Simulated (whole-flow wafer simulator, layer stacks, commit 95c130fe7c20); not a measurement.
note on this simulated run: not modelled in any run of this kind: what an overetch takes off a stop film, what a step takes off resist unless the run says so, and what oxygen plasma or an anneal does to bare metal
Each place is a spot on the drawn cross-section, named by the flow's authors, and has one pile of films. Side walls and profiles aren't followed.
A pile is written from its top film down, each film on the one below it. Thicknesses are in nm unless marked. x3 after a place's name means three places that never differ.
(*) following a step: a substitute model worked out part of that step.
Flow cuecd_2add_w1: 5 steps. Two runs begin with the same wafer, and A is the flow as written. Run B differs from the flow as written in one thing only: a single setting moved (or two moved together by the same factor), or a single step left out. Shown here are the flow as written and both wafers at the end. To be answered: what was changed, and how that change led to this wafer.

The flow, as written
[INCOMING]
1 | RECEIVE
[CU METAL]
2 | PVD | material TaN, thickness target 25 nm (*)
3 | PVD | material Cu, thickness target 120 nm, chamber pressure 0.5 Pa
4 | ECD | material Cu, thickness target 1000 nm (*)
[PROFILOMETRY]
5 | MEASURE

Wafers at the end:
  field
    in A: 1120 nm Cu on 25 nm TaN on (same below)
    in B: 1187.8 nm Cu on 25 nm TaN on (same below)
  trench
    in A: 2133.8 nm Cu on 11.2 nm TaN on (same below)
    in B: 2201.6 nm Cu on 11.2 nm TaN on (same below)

Cause: step 3, PVD: thickness target 187.8 nm was run, whereas the flow has thickness target 120 nm.

Step by step, how the change led to this:
  3 | PVD | material Cu, thickness target 120 nm, chamber pressure 0.5 Pa
      field: A +120 Cu (new film) | B +187.8 Cu (new film)
      trench: A +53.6 Cu (new film) | B +82.1 Cu (new film)
